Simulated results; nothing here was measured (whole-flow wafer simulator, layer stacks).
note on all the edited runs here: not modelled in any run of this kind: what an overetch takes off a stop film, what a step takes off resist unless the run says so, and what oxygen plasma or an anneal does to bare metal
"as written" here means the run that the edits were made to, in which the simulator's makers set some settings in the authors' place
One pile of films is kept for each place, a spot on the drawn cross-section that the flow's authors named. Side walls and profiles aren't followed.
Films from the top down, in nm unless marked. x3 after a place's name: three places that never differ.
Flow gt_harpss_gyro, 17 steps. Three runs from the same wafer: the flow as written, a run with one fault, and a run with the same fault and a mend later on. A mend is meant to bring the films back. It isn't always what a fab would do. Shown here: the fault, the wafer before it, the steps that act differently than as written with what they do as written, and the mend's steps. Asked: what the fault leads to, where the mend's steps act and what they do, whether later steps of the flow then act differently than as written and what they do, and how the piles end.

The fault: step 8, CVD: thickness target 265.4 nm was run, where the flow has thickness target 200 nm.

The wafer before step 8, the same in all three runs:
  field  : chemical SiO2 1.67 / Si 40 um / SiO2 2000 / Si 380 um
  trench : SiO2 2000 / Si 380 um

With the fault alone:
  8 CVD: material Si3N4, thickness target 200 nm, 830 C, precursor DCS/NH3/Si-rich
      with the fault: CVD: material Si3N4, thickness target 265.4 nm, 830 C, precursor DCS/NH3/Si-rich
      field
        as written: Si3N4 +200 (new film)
        with the fault: Si3N4 +265.4 (new film)
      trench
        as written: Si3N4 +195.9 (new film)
        with the fault: Si3N4 +259.7 (new film)
  No later step of the flow acts differently than as written at any place that is followed.
  At the end the piles differ from the flow's by more than 2% or 0.5 nm, whichever is larger, at field, trench.
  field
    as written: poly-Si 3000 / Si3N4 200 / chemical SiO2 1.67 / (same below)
    with the fault: poly-Si 3000 / Si3N4 265.4 / chemical SiO2 1.67 / (same below)
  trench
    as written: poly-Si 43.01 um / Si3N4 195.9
    with the fault: poly-Si 43.01 um / Si3N4 259.7

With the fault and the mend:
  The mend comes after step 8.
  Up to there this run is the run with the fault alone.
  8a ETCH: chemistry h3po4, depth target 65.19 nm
      field, trench
        Si3N4 -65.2
  No later step of the flow acts differently than as written at any place that is followed.
  At the end the piles differ from the flow's only slightly at the places that both follow, by at most 2% or 0.5 nm, whichever is larger.
